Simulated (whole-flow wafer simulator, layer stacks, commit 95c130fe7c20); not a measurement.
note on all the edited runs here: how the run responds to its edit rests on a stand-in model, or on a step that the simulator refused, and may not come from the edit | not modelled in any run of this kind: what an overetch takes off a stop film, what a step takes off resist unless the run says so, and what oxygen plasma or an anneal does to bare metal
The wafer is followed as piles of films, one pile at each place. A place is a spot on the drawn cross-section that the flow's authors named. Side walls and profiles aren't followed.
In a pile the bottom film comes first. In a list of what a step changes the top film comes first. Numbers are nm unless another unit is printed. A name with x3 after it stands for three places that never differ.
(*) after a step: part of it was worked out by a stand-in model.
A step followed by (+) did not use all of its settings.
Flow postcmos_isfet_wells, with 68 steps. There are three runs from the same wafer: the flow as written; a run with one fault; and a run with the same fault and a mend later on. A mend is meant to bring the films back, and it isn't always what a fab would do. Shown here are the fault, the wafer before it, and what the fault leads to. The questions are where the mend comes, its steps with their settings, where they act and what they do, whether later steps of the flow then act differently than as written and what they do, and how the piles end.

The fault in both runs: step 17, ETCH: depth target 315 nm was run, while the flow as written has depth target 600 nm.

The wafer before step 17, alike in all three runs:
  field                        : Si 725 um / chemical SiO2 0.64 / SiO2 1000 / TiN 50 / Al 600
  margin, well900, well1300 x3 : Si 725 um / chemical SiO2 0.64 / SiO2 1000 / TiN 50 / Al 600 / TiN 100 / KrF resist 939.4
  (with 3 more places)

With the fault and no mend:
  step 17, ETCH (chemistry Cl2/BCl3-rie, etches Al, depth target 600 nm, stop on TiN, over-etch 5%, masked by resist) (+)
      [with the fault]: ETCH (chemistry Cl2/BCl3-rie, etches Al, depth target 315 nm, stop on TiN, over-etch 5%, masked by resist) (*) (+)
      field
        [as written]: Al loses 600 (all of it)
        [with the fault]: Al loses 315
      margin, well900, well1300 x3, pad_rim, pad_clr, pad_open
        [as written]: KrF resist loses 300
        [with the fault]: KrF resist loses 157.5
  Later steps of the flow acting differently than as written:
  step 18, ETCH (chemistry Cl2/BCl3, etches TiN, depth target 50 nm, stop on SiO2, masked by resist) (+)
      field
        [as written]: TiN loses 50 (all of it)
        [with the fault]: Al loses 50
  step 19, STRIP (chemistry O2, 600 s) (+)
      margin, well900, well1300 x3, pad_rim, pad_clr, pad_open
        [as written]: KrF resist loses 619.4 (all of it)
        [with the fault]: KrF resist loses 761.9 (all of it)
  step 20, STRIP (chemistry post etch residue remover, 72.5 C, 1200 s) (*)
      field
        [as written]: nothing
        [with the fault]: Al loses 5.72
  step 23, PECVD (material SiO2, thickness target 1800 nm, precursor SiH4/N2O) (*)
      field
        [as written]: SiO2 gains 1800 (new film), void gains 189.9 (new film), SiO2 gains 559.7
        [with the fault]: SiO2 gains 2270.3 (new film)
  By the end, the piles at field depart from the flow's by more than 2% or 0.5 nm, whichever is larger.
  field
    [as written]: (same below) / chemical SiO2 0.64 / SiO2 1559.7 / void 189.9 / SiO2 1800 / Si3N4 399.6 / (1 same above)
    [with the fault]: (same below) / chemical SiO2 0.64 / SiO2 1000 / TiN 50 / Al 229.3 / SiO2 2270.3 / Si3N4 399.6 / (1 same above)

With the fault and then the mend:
  The mend stands after step 17.
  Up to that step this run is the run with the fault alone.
  step 17a, ETCH (chemistry Cl2/BCl3-rie, etches Al, depth target 285 nm, stop on TiN, over-etch 5%, masked by resist) (the flow's step 17 again, with other settings)
      margin, well900, well1300 x3, pad_rim, pad_clr, pad_open
        KrF resist loses 142.5
      field
        Al loses 285 (all of it)
  Later steps of the flow that are run all act as written at every place that is followed.
  By the end, the piles equal the flow's at every place that both follow.
